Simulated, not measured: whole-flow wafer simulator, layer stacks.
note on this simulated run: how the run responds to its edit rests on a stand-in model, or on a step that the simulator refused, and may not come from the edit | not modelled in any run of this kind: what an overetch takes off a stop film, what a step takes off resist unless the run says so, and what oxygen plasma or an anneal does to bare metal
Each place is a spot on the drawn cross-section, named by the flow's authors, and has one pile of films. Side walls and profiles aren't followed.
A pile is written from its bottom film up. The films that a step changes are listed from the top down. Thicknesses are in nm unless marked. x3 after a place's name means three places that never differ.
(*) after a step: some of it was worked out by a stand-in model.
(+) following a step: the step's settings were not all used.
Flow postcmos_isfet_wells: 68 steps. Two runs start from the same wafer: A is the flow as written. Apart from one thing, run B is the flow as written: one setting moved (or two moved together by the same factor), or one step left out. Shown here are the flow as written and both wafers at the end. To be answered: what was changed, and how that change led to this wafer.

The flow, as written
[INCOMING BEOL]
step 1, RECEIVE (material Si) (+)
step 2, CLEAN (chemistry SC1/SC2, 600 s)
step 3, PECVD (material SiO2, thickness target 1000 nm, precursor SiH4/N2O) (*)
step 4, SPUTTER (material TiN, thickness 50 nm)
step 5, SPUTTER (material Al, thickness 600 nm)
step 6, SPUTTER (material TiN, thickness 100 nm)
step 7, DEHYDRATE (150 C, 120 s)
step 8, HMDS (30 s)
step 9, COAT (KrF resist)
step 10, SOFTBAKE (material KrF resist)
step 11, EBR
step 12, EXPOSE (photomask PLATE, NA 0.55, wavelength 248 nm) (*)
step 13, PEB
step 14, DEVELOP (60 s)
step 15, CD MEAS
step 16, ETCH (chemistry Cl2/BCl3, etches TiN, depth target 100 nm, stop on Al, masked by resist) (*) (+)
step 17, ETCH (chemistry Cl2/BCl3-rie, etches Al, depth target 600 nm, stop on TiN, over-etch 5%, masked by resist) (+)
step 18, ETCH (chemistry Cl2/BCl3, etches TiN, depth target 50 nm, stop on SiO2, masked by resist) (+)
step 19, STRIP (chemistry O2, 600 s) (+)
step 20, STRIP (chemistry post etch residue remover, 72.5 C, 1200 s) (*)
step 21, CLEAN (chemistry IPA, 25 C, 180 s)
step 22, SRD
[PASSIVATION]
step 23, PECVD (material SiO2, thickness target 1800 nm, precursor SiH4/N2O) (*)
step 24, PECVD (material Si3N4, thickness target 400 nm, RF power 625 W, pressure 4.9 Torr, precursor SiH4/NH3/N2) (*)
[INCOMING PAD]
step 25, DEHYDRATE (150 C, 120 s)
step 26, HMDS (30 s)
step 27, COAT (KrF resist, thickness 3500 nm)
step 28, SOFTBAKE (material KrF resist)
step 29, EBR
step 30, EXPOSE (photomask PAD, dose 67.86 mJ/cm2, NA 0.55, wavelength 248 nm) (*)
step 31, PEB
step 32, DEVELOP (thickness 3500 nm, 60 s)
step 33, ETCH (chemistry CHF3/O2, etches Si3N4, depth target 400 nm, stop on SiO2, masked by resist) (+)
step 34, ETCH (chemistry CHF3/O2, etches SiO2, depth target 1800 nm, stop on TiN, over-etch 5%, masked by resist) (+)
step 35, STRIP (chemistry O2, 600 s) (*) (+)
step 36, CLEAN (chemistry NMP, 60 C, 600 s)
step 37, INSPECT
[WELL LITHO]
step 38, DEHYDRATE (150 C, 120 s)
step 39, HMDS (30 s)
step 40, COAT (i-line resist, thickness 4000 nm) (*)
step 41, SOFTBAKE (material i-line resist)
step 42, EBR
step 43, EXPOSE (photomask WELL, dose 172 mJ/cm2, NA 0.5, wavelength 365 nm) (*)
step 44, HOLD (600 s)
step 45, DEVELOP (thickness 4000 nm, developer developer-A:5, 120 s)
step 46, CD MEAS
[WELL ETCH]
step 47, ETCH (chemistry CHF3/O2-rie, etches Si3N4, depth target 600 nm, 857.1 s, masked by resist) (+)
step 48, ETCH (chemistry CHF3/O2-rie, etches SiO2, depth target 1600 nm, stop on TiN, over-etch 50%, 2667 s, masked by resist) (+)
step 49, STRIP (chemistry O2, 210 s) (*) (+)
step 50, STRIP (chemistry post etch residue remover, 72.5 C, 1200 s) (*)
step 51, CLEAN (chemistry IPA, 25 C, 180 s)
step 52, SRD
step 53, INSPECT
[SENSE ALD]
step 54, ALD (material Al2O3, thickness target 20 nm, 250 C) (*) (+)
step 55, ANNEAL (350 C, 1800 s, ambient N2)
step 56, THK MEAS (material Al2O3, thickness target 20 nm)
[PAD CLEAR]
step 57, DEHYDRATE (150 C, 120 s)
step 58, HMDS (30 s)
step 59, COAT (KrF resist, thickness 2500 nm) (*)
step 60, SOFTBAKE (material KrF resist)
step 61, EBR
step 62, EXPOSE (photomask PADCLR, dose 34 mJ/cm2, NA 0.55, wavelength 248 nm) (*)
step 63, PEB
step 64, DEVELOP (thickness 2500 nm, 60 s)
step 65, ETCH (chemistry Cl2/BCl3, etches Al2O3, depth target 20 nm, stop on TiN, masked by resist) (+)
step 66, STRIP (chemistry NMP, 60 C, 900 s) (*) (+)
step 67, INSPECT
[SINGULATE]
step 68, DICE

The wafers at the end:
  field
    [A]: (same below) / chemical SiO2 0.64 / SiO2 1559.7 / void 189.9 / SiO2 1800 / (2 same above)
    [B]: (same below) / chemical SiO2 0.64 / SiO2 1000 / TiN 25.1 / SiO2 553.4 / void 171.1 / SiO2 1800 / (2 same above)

What caused this: step 18, ETCH: depth target 24.5 nm was run, though the flow has depth target 50 nm.

The path from the change to this, step by step:
  step 18, ETCH (chemistry Cl2/BCl3, etches TiN, depth target 50 nm, stop on SiO2, masked by resist) (+)
      field: A TiN loses 50 (all of it) | B TiN loses 24.5
      margin, well900, well1300 x3, pad_rim, pad_clr, pad_open: A KrF resist loses 20 | B KrF resist loses 9.8
  step 23, PECVD (material SiO2, thickness target 1800 nm, precursor SiH4/N2O) (*)
      field: A SiO2 gains 1800 (new film), void gains 189.9 (new film), SiO2 gains 559.7 | B SiO2 gains 1800 (new film), void gains 171.1 (new film), SiO2 gains 553.4 (new film)
With metal films that touch counted as one body, field has 1 body; the flow as written gives 0 bodies.
